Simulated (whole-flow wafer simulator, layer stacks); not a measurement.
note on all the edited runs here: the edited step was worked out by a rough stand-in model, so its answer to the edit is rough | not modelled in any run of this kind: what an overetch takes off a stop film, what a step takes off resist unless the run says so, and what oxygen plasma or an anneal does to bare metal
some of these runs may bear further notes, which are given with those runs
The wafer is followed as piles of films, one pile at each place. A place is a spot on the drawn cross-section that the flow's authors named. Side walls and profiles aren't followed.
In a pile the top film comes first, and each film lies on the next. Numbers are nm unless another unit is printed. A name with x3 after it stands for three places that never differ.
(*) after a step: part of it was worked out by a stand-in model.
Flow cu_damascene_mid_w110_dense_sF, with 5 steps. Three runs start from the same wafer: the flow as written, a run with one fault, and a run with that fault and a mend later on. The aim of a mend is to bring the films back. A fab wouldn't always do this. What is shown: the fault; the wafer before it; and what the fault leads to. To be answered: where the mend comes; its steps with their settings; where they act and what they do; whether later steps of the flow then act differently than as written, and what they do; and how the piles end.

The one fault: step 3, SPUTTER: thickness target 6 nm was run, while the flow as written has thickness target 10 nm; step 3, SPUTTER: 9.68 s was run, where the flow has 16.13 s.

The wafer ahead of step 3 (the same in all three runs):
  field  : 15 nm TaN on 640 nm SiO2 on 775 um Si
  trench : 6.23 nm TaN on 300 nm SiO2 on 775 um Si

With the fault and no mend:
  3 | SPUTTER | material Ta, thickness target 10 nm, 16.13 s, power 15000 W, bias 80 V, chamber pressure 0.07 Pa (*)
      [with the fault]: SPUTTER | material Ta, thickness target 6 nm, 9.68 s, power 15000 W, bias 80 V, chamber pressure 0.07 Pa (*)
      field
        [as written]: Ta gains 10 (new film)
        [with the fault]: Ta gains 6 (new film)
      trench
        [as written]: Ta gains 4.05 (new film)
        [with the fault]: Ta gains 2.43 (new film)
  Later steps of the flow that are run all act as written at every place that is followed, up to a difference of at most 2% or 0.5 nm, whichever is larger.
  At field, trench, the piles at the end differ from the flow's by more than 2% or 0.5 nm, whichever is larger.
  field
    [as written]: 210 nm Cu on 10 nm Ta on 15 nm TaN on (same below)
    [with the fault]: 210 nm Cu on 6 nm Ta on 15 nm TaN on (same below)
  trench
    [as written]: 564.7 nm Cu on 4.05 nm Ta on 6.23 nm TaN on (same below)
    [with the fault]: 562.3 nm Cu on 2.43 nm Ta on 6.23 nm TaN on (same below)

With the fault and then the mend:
  The mend follows step 3.
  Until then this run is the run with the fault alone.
  3a | SPUTTER | material Ta, thickness target 4 nm, 6.452 s, power 15000 W, bias 80 V, chamber pressure 0.07 Pa (*) (a further turn of the flow's step 3, with different settings)
      field
        Ta gains 4
      trench
        Ta gains 1.58
  Later steps of the flow that are run all act as written at every place that is followed, up to a difference of at most 2% or 0.5 nm, whichever is larger.
  At the end the piles are close to the flow's at the places that both follow, differing by at most 2% or 0.5 nm, whichever is larger.
